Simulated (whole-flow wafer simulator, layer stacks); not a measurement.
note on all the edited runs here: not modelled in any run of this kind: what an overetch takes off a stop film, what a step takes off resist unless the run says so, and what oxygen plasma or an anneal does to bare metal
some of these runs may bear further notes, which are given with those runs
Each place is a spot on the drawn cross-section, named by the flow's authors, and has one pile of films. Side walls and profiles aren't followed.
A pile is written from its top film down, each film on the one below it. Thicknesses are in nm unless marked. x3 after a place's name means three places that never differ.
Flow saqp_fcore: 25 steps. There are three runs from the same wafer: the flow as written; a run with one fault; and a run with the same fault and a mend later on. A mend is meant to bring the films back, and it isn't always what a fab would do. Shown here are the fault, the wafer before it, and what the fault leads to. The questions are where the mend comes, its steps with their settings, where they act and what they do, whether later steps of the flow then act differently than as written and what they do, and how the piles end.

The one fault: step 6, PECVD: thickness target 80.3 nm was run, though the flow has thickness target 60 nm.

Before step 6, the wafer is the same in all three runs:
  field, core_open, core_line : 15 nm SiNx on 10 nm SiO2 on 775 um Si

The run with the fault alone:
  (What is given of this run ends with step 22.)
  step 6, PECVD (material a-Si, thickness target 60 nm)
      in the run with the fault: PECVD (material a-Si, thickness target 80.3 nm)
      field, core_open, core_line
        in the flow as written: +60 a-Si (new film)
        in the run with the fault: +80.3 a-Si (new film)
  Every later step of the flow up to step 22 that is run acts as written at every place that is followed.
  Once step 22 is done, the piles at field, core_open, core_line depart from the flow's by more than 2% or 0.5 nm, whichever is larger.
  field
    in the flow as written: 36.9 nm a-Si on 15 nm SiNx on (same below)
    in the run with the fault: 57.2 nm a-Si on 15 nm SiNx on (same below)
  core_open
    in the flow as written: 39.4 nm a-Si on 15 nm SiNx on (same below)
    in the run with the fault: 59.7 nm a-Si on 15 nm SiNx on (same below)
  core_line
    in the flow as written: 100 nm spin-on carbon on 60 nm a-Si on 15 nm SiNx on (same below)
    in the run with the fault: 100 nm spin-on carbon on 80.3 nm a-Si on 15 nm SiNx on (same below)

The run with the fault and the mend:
  The mend stands after step 7.
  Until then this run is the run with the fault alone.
  step 7a, ETCH (chemistry tmah, depth target 92.34 nm)
      field, core_open, core_line
        -80.3 a-Si (all of it)
  step 7b, PECVD (material a-Si, thickness target 60 nm) (the flow's step 6 again)
      field, core_open, core_line
        +60 a-Si (new film)
  Every later step of the flow that is run acts as written at every place that is followed.
  By the end, the piles equal the flow's at every place that both follow.
